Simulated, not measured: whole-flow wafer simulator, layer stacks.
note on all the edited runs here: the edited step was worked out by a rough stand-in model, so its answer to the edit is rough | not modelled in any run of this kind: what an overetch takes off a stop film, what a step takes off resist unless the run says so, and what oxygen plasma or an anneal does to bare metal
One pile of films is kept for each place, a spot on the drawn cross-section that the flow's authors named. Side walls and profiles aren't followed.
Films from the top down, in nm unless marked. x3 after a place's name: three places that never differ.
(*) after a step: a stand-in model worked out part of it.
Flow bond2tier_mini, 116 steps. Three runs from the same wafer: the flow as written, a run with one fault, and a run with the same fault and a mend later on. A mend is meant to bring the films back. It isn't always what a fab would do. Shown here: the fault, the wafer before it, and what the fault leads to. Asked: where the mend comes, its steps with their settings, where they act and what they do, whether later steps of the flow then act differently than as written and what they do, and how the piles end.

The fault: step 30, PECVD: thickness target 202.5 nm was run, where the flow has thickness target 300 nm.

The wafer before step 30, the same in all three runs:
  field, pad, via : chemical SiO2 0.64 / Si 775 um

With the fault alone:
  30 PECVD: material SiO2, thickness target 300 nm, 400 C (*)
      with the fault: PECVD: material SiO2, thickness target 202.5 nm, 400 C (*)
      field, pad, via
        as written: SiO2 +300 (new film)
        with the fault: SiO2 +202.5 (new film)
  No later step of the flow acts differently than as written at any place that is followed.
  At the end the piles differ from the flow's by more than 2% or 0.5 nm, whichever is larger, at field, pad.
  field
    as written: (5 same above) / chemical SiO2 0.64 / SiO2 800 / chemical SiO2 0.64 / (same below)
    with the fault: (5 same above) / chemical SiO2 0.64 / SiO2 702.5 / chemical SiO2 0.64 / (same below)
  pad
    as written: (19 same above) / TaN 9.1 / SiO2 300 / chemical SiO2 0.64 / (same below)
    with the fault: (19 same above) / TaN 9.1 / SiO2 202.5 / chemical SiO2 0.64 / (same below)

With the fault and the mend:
  The mend comes after step 30.
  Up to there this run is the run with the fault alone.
  30a PECVD: material SiO2, thickness target 97.5 nm, 400 C (the flow's step 30 once more, with other settings)
      field, pad, via
        SiO2 +97.5
  No later step of the flow acts differently than as written at any place that is followed.
  At the end the piles are the same as the flow's at every place that both follow.
